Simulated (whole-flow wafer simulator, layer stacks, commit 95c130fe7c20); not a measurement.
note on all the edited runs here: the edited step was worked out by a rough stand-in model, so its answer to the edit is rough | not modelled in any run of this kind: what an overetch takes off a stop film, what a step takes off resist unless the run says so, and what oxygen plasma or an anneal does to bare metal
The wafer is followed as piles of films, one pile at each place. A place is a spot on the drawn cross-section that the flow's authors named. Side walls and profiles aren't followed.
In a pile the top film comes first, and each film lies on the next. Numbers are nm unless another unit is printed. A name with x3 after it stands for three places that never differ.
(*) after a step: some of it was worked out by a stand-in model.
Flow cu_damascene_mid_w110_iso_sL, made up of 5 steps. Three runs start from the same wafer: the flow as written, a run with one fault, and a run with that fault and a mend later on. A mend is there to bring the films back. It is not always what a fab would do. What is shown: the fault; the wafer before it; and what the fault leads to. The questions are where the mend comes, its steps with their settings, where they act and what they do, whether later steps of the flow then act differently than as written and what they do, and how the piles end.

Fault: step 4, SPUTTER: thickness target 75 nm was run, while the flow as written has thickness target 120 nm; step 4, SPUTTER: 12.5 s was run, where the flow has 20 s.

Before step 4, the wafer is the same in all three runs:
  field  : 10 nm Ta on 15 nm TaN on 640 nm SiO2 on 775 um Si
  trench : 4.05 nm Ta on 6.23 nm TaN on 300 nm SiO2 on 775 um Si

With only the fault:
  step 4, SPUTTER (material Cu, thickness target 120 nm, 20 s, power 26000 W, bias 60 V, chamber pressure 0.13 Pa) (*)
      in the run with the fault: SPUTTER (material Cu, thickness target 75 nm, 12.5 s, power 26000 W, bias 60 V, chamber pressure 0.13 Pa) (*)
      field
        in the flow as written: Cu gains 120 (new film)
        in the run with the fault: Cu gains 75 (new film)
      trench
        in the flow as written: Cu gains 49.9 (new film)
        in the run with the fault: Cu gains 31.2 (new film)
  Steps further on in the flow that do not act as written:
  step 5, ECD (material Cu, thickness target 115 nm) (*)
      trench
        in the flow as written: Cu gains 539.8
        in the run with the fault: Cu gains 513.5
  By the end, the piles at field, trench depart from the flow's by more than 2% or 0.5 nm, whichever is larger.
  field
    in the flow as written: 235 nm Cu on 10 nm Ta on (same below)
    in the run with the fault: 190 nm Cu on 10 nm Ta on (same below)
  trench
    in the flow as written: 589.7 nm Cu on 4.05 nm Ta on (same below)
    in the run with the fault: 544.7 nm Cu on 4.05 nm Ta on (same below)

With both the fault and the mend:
  The mend follows step 4.
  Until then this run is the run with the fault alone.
  step 4a, SPUTTER (material Cu, thickness target 45 nm, 7.5 s, power 26000 W, bias 60 V, chamber pressure 0.13 Pa) (*) (a further turn of the flow's step 4, with different settings)
      field
        Cu gains 45
      trench
        Cu gains 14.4
  Every later step of the flow that is run acts as written, at every place that is followed, to within 2% or 0.5 nm, whichever is larger.
  By the end, the piles equal the flow's at every place that both follow.
